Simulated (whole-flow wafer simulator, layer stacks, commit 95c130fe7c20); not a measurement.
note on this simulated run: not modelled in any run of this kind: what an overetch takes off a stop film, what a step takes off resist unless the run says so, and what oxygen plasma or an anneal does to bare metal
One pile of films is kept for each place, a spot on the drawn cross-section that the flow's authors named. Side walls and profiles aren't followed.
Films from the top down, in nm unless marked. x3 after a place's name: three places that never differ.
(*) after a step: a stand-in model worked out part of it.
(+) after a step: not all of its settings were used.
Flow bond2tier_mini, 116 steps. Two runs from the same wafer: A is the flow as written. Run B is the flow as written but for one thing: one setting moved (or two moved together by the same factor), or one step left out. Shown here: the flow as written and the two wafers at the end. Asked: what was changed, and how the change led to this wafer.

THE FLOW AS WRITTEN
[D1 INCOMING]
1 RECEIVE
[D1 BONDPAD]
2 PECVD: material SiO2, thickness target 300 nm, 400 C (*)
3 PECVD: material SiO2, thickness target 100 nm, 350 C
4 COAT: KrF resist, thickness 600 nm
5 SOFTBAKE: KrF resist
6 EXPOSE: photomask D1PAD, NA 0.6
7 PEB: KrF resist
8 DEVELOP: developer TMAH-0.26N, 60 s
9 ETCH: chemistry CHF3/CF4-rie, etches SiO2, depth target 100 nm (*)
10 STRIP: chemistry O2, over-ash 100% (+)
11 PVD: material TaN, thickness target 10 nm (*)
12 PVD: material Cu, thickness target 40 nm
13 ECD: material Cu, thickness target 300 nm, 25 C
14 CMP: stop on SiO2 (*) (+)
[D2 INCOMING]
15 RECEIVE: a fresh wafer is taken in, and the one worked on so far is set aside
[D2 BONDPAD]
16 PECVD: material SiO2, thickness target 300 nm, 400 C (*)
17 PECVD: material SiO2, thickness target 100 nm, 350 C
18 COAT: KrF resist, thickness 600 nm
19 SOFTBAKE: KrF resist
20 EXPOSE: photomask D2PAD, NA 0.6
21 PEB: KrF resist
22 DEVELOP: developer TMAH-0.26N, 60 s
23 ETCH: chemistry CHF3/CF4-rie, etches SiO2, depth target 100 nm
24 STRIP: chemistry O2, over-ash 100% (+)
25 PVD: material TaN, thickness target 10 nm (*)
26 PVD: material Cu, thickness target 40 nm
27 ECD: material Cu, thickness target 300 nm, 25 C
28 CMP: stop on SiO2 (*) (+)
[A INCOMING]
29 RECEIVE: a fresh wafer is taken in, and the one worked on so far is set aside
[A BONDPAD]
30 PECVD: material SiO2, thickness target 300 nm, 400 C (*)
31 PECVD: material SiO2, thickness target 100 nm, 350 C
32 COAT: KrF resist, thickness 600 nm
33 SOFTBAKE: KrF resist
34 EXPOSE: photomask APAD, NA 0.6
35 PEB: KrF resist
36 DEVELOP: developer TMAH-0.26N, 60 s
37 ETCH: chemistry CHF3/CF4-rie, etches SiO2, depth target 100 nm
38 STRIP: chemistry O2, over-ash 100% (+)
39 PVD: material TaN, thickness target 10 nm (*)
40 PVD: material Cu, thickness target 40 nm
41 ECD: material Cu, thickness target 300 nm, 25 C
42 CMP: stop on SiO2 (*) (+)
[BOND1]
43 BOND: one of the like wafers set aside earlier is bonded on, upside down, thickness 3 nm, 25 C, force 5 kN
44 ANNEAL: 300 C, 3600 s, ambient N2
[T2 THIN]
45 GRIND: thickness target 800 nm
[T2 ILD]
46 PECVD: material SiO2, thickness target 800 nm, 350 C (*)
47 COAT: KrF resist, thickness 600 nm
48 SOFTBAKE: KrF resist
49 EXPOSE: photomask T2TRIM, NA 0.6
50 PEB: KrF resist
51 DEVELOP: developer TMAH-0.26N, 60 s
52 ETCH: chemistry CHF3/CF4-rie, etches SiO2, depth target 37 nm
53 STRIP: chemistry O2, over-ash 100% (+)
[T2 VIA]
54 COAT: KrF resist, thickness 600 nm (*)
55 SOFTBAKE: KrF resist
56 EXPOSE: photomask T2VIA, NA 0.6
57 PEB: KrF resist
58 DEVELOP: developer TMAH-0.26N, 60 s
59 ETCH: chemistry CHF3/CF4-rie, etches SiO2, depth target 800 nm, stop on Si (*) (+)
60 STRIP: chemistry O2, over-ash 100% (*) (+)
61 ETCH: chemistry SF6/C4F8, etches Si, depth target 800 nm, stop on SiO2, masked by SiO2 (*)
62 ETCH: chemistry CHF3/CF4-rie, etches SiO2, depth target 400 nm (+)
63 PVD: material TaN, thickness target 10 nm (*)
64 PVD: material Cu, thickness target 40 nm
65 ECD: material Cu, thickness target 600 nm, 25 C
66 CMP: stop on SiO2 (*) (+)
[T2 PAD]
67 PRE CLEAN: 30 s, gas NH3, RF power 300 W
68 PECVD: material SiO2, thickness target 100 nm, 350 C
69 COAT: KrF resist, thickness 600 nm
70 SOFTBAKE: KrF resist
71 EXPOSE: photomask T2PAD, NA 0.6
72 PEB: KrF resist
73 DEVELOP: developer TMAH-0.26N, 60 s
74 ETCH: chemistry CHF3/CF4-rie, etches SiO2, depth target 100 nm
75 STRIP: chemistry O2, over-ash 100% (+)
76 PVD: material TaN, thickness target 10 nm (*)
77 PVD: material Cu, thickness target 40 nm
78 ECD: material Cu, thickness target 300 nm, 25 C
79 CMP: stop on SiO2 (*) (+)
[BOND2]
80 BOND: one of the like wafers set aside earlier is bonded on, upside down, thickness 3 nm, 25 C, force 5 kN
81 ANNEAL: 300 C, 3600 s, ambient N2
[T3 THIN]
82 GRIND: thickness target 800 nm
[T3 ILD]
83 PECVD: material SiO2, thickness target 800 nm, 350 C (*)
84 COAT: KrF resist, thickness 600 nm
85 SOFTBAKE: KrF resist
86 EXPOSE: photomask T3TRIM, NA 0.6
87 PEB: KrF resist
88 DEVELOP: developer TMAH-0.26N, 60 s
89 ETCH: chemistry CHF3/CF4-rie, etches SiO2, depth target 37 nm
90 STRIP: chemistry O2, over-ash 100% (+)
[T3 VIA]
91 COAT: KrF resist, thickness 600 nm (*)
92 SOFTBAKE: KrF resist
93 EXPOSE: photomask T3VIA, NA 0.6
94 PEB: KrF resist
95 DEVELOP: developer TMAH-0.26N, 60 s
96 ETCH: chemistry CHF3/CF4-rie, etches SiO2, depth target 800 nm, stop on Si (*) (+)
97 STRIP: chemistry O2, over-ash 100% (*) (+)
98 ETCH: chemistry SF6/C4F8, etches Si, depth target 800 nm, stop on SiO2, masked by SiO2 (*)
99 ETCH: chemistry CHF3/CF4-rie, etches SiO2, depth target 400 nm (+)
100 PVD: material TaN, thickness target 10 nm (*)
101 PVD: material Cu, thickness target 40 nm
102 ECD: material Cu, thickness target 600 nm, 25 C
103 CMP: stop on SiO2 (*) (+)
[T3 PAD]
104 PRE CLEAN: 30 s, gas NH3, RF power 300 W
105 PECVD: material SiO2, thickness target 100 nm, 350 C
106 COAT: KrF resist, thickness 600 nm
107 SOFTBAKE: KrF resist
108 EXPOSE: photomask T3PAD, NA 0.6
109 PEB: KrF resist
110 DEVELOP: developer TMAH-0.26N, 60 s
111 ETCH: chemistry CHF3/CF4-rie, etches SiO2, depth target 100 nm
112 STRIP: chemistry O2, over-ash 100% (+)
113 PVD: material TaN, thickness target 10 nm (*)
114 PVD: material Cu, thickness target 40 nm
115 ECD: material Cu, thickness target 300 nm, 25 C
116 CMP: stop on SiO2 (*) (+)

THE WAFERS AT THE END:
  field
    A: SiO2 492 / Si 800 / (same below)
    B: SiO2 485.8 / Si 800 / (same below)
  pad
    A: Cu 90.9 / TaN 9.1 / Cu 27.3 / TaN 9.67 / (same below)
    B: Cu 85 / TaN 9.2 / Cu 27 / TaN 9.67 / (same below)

The cause: step 105, PECVD: 381 C was run, where the flow has 350 C.

How the change led to this, step by step:
  105 PECVD: material SiO2, thickness target 100 nm, 350 C
      field: A SiO2 +100 | B SiO2 +93.8
      pad: A SiO2 +100 (new film) | B SiO2 +93.8 (new film)
  111 ETCH: chemistry CHF3/CF4-rie, etches SiO2, depth target 100 nm
      pad: A SiO2 -100 (all of it) | B SiO2 -93.8 (all of it), Cu -0.31
